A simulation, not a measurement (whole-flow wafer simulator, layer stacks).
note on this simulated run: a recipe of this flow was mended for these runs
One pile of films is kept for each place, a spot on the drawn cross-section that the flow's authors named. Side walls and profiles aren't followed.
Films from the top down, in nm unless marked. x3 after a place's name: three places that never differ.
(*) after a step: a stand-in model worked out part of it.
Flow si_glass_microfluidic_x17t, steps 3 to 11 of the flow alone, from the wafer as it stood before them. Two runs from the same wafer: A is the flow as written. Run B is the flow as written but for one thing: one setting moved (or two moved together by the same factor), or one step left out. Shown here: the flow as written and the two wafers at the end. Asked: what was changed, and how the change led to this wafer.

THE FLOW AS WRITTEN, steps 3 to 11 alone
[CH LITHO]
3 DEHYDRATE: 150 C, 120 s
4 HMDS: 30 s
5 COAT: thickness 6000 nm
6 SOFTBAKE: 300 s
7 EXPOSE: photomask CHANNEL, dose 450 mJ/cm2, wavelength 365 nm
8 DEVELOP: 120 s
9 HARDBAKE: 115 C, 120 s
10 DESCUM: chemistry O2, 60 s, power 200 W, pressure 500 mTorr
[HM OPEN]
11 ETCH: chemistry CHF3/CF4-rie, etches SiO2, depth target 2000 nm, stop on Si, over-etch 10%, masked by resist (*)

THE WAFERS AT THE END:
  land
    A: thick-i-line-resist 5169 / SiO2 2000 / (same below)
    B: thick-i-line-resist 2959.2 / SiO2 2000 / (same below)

The cause: step 5, COAT: thickness 3774 nm was run, where the flow has thickness 6000 nm.

How the change led to this, step by step:
  5 COAT: thickness 6000 nm
      land, tr110 x3: A thick-i-line-resist +6000 (new film) | B thick-i-line-resist +3774 (new film)
  8 DEVELOP: 120 s
      tr110 x3: A thick-i-line-resist -6000 (all of it) | B thick-i-line-resist -3774 (all of it)
  9 HARDBAKE: 115 C, 120 s
      land: A thick-i-line-resist -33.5 | B thick-i-line-resist -17.4
